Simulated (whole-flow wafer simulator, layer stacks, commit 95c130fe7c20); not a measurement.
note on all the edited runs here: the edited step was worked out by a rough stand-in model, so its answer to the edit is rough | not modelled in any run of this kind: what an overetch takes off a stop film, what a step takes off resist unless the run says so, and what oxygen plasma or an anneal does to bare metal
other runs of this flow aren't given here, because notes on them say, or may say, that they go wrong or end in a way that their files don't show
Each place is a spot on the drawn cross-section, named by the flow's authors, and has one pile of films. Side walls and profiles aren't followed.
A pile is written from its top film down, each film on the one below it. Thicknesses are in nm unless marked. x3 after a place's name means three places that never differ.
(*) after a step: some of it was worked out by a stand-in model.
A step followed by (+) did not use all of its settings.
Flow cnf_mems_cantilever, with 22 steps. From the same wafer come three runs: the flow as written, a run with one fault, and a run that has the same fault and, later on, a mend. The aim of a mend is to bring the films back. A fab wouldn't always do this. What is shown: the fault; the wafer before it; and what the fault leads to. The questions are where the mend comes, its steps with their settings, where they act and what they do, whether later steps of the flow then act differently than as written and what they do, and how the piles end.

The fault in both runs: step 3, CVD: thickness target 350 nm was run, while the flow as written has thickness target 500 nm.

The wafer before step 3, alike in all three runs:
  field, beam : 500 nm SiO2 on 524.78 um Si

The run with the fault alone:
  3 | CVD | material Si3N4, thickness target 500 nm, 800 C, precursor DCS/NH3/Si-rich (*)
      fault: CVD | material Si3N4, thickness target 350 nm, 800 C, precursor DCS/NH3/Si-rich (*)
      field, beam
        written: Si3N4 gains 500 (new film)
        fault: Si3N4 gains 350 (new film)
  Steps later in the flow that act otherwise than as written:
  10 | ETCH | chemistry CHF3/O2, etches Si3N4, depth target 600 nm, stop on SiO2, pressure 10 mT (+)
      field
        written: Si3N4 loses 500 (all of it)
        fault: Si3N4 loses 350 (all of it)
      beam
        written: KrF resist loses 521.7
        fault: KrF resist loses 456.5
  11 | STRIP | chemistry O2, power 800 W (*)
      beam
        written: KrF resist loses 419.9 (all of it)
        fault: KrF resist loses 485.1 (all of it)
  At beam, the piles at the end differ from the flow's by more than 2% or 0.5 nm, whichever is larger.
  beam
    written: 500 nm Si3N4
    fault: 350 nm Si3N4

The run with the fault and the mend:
  The mend follows step 3.
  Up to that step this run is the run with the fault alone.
  3a | CVD | material Si3N4, thickness target 150 nm, 800 C, precursor DCS/NH3/Si-rich (*) (a further turn of the flow's step 3, with different settings)
      field, beam
        Si3N4 gains 150
  None of the later steps of the flow acts differently than as written at any place that is followed.
  At every place that both follow, the piles at the end match the flow's.
